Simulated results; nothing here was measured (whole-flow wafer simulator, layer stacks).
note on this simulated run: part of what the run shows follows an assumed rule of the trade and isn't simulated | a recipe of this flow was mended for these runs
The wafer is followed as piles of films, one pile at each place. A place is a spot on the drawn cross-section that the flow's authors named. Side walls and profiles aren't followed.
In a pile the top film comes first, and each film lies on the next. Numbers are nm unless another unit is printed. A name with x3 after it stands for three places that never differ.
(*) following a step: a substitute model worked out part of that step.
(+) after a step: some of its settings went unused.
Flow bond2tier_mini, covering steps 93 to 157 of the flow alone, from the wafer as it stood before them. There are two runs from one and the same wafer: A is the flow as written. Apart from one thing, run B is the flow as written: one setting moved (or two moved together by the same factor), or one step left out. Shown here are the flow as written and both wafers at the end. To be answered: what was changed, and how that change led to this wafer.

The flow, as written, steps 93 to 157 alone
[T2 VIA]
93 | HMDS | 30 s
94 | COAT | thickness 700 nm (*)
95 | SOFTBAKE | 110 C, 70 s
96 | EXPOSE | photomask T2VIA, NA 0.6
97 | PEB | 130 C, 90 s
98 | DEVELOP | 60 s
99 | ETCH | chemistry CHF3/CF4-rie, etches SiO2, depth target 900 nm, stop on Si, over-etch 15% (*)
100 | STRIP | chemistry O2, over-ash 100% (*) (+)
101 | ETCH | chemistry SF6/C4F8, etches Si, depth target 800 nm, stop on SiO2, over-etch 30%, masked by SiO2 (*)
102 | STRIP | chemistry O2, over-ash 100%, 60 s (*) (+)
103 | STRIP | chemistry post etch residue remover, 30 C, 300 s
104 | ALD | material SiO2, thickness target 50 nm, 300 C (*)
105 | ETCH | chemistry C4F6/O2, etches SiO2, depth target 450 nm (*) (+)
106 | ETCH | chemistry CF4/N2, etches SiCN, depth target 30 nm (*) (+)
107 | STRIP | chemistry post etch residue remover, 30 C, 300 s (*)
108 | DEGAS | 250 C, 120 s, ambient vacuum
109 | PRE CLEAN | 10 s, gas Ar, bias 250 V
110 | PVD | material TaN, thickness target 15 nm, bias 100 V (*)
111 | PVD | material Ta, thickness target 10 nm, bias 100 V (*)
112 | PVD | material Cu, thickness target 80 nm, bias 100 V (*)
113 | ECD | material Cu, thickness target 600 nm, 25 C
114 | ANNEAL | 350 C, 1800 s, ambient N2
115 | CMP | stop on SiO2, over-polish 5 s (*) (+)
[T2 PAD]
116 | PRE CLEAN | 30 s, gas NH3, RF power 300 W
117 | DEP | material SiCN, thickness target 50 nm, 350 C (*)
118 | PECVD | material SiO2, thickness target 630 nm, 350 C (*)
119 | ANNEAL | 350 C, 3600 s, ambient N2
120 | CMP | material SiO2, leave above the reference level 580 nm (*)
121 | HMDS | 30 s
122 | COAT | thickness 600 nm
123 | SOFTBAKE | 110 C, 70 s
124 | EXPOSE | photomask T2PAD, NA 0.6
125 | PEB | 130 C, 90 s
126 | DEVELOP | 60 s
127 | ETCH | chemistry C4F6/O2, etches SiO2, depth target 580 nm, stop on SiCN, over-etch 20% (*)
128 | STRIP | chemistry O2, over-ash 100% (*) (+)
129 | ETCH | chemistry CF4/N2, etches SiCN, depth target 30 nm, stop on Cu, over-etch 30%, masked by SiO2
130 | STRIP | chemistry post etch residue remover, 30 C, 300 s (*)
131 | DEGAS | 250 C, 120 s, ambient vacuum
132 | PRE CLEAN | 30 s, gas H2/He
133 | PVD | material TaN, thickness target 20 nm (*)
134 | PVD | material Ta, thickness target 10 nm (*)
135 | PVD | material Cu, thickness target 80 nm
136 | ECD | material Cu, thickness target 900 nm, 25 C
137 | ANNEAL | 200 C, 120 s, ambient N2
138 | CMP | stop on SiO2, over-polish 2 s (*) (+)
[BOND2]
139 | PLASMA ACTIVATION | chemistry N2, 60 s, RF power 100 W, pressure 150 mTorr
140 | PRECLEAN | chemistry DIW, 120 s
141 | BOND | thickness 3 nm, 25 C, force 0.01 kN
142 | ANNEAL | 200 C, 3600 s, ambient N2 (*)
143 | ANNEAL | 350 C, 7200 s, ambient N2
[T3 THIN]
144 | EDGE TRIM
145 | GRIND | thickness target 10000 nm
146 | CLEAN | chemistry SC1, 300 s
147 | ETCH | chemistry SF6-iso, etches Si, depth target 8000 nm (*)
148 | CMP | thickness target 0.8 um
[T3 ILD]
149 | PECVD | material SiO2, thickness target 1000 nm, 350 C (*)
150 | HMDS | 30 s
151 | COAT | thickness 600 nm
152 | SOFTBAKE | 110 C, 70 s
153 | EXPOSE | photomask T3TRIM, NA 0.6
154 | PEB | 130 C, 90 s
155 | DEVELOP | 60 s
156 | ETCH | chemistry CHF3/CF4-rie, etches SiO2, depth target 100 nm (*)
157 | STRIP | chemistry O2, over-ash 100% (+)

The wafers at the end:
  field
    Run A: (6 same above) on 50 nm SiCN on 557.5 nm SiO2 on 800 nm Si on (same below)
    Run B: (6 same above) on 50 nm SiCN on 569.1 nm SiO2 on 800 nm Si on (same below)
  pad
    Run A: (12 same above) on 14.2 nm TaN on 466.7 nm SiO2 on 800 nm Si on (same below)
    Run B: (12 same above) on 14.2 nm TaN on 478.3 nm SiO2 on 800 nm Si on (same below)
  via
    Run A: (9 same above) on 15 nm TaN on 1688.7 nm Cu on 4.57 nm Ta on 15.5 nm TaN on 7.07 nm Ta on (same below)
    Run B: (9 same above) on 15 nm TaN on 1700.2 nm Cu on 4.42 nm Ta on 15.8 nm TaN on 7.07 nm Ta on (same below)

The reason: step 104, ALD: thickness target 61.6 nm was run, while the flow as written has thickness target 50 nm.

Step by step, how the change led to this:
  104 | ALD | material SiO2, thickness target 50 nm, 300 C (*)
      field, pad, via: A SiO2 gains 50 | B SiO2 gains 61.6
  105 | ETCH | chemistry C4F6/O2, etches SiO2, depth target 450 nm (*) (+)
      via: A SiO2 loses 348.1 (all of it), SiCN loses 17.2 | B SiO2 loses 359.7 (all of it), SiCN loses 15.2
  106 | ETCH | chemistry CF4/N2, etches SiCN, depth target 30 nm (*) (+)
      via: A SiCN loses 17.6 (all of it), TaN loses 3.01 | B SiCN loses 19.6 (all of it), TaN loses 2.54
  112 | PVD | material Cu, thickness target 80 nm, bias 100 V (*)
      via: A Cu gains 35 (new film) | B Cu gains 33.8 (new film)
